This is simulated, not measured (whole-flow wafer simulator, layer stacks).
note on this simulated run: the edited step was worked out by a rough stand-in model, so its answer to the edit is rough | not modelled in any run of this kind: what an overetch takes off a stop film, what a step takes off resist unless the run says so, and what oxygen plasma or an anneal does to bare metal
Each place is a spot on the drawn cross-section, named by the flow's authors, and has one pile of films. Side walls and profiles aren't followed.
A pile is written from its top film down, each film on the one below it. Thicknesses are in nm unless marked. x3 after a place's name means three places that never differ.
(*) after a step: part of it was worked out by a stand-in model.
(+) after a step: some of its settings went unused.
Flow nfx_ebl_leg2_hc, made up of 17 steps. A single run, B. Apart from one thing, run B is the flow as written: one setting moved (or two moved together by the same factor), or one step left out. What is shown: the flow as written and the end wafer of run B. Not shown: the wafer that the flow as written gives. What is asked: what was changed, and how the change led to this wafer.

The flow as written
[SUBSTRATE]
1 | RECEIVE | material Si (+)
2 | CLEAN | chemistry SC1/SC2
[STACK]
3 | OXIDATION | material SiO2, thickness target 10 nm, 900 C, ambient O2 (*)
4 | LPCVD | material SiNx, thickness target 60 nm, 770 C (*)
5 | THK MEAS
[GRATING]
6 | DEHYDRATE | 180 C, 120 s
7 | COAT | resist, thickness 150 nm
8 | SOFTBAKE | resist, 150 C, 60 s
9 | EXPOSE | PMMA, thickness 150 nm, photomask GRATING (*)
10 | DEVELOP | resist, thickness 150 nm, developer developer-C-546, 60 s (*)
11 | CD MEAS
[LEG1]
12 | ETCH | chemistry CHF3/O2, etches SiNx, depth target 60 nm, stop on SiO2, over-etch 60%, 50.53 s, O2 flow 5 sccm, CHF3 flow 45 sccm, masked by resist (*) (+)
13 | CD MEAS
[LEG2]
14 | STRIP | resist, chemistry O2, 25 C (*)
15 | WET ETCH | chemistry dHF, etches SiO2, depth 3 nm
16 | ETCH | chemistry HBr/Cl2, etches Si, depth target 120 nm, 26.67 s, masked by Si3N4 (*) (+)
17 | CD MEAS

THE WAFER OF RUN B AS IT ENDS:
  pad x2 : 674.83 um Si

The reason: step 16, ETCH: depth target 168 nm was run, whereas the flow has depth target 120 nm.

How this came from the change, step by step:
  16 | ETCH | chemistry HBr/Cl2, etches Si, depth target 120 nm, 26.67 s, masked by Si3N4 (*) (+)
      pad x2: -168 Si (in the flow as written it would be: -120 Si)
